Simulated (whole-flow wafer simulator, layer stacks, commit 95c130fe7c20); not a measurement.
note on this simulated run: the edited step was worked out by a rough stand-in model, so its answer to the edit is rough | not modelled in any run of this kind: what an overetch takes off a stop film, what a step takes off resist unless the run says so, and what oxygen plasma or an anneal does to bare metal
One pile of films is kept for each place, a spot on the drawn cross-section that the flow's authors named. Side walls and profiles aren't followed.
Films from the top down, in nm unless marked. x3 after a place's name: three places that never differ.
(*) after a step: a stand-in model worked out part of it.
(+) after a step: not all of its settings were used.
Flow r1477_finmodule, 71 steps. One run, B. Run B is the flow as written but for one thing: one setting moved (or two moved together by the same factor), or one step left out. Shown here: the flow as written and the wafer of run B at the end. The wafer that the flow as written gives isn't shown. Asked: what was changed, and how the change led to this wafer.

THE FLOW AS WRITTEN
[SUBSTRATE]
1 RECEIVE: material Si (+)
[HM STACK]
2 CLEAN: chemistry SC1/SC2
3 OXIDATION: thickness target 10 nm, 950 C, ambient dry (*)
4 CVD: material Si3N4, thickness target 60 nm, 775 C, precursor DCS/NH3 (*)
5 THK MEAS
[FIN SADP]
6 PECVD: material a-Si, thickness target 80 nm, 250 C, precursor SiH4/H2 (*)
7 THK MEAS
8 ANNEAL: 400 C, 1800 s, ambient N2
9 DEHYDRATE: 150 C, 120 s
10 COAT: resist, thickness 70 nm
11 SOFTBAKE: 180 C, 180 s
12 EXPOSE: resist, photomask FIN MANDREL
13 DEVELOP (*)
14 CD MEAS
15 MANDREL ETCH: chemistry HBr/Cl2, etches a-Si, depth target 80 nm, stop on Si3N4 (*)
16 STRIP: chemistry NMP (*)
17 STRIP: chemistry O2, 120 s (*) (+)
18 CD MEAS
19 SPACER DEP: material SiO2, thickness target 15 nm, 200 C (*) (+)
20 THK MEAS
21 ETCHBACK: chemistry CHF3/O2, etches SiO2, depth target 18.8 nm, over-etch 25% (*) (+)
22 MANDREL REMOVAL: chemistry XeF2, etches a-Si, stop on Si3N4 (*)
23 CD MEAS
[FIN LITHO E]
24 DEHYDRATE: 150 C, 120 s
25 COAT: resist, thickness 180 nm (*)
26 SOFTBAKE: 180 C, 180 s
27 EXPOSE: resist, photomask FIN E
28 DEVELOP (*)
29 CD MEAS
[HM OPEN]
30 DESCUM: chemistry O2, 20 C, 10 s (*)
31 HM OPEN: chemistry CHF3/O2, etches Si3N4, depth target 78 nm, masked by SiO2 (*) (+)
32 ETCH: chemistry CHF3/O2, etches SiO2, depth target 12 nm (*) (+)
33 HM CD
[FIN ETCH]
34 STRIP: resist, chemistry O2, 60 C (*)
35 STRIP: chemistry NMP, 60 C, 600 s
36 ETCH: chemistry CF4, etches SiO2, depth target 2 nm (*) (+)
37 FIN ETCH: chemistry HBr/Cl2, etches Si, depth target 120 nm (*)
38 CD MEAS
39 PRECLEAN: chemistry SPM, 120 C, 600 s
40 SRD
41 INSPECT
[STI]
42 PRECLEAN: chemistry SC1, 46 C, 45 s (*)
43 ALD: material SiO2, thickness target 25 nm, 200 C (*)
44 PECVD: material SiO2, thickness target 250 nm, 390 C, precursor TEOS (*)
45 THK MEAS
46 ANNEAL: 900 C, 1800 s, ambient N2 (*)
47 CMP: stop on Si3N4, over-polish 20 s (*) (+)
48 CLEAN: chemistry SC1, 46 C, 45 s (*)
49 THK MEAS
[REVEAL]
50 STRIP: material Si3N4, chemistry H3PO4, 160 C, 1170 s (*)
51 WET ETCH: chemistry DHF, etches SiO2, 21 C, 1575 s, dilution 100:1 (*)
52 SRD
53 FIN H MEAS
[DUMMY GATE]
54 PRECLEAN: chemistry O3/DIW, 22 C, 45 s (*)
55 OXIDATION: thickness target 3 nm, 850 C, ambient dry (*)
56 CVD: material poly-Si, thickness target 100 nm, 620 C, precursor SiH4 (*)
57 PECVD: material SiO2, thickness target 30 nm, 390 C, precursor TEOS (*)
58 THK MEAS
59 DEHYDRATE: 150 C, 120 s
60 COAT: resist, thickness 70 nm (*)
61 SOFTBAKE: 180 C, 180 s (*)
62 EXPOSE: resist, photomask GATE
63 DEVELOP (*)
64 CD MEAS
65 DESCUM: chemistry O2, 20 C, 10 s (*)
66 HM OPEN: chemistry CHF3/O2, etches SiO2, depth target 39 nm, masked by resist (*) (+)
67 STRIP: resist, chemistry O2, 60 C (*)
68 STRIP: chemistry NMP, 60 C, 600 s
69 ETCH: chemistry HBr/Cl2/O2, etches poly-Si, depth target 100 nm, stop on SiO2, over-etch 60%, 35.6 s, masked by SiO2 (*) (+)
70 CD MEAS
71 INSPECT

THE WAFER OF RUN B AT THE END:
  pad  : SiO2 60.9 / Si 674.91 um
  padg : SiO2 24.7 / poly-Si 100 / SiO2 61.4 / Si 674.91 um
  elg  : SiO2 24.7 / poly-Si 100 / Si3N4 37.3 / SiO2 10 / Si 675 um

The cause: step 37, FIN ETCH: depth target 78 nm was run, where the flow has depth target 120 nm.

How the change led to this, step by step:
  37 FIN ETCH: chemistry HBr/Cl2, etches Si, depth target 120 nm (*)
      pad, padg, esg and 19 more: Si -78 (as written it would be: Si -120)
      elg, e40lg, e100lg, e200lg, elo, e40lo, e100lo, e200lo: Si3N4 -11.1 (as written it would be: Si3N4 -17.1)
      (and at 6 more places)
  43 ALD: material SiO2, thickness target 25 nm, 200 C (*)
      s40cg, s45cg, s50cg, s40co, s45co, s50co: SiO2 +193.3 (new film) (as written it would be: SiO2 +232.1 (new film))
      esg: SiO2 +158.3 (new film) (as written it would be: SiO2 +194.3 (new film))
  47 CMP: stop on Si3N4, over-polish 20 s (*) (+)
      pad, padg, e40sg and 11 more: SiO2 -113.8 (as written it would be: SiO2 -71.8)
      elg, esg, e40lg and 6 more: SiO2 -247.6 (as written it would be: SiO2 -241.6)
      (and at 1 more place)
  51 WET ETCH: chemistry DHF, etches SiO2, 21 C, 1575 s, dilution 100:1 (*)
      elg, e40lg, e100lg, e200lg, elo, e40lo, e100lo, e200lo: SiO2 -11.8 (all of it), Si3N4 -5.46 (as written it would be: SiO2 -17.8 (all of it), Si3N4 -4.97)
  56 CVD: material poly-Si, thickness target 100 nm, 620 C, precursor SiH4 (*)
      esg: poly-Si +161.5 (new film) (as written it would be: poly-Si +156 (new film))
  60 COAT: resist, thickness 70 nm (*)
      e40sg, e40so: resist +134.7 (new film) (as written it would be: resist +129.5 (new film))
      e100sg, e100so: resist +134.6 (new film) (as written it would be: resist +129.4 (new film))
      (and at 3 more places)
  63 DEVELOP (*)
      eso: resist -134.6 (all of it) (as written it would be: resist -129.5 (all of it))
      e40so: resist -134.7 (all of it) (as written it would be: resist -129.5 (all of it))
      (and at 2 more places)
  67 STRIP: resist, chemistry O2, 60 C (*)
      e40sg: resist -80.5 (all of it) (as written it would be: resist -75.4 (all of it))
      e100sg: resist -80.5 (all of it) (as written it would be: resist -75.3 (all of it))
      (and at 1 more place)
